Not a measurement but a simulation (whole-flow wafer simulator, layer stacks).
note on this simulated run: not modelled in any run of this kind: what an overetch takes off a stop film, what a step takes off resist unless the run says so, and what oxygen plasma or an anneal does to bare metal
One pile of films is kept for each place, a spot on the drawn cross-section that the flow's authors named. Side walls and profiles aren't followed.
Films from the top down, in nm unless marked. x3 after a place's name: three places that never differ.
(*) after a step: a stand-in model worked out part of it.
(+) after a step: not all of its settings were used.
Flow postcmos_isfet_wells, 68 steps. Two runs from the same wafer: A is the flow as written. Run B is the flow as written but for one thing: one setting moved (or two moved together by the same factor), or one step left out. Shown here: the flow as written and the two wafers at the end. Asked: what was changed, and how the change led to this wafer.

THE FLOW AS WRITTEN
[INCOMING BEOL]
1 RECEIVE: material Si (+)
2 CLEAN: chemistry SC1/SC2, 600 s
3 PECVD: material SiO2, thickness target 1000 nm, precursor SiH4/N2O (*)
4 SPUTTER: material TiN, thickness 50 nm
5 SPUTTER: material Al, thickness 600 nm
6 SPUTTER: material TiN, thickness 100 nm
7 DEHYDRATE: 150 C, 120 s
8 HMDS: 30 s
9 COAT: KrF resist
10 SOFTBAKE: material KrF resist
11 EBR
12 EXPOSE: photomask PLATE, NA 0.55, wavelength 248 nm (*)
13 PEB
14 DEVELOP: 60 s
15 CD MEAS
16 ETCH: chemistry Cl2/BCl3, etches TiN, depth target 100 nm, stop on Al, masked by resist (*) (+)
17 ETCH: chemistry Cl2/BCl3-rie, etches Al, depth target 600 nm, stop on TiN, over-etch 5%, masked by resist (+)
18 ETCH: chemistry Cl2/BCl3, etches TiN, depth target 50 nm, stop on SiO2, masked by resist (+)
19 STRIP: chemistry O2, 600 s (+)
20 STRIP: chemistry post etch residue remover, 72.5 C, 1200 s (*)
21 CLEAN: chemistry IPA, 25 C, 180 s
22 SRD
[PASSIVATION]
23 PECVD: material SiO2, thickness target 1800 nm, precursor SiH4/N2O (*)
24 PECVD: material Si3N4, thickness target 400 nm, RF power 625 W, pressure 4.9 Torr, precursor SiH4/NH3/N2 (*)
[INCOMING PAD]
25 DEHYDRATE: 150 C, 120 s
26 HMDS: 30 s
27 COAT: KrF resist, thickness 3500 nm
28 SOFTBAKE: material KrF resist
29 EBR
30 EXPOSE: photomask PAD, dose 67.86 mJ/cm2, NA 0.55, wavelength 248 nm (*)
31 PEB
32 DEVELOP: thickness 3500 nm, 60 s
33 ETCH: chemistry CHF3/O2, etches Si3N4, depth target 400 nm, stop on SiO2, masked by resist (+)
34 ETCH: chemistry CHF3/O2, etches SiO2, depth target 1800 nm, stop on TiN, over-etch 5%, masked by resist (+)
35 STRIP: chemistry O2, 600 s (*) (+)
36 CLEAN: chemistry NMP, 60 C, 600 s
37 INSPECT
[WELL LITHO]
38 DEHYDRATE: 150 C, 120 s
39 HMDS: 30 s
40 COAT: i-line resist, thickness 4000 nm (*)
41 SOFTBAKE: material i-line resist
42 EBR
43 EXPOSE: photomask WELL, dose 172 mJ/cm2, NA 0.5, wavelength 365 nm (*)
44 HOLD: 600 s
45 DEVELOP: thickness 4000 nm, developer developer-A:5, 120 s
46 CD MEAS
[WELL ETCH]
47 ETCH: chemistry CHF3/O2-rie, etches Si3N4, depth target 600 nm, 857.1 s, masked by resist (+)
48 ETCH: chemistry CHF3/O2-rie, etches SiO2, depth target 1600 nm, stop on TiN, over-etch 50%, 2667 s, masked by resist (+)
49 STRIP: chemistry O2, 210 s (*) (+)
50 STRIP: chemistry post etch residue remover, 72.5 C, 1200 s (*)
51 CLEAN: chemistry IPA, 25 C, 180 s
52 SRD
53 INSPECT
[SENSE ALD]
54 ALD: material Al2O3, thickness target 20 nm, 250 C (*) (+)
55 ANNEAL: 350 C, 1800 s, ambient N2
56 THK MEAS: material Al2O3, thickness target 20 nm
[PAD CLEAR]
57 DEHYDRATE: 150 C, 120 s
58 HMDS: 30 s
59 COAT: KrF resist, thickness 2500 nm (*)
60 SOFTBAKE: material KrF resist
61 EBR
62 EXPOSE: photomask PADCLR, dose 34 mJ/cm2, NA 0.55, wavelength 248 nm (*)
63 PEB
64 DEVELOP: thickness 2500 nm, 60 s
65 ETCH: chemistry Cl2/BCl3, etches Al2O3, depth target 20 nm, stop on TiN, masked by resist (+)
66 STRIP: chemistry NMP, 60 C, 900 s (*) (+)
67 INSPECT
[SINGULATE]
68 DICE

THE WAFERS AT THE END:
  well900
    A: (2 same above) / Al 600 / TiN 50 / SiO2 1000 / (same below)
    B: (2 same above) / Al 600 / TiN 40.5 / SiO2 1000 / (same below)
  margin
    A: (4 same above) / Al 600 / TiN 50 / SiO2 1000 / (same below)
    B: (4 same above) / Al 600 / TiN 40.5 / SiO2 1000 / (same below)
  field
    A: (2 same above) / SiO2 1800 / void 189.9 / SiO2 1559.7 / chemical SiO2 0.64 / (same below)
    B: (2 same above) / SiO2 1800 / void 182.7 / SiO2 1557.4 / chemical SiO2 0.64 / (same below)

The cause: step 4, SPUTTER: thickness 40.5 nm was run, where the flow has thickness 50 nm.
It can be read off the wafer: well900 has TiN 40.5, and step 4 as written asks for 50 nm.

How the change led to this, step by step:
  4 SPUTTER: material TiN, thickness 50 nm
      field, margin, well900, well1300 x3, pad_rim, pad_clr, pad_open: A TiN +50 (new film) | B TiN +40.5 (new film)
  18 ETCH: chemistry Cl2/BCl3, etches TiN, depth target 50 nm, stop on SiO2, masked by resist (+)
      field: A TiN -50 (all of it) | B TiN -40.5 (all of it)
  23 PECVD: material SiO2, thickness target 1800 nm, precursor SiH4/N2O (*)
      field: A SiO2 +1800 (new film), void +189.9 (new film), SiO2 +559.7 | B SiO2 +1800 (new film), void +182.7 (new film), SiO2 +557.4
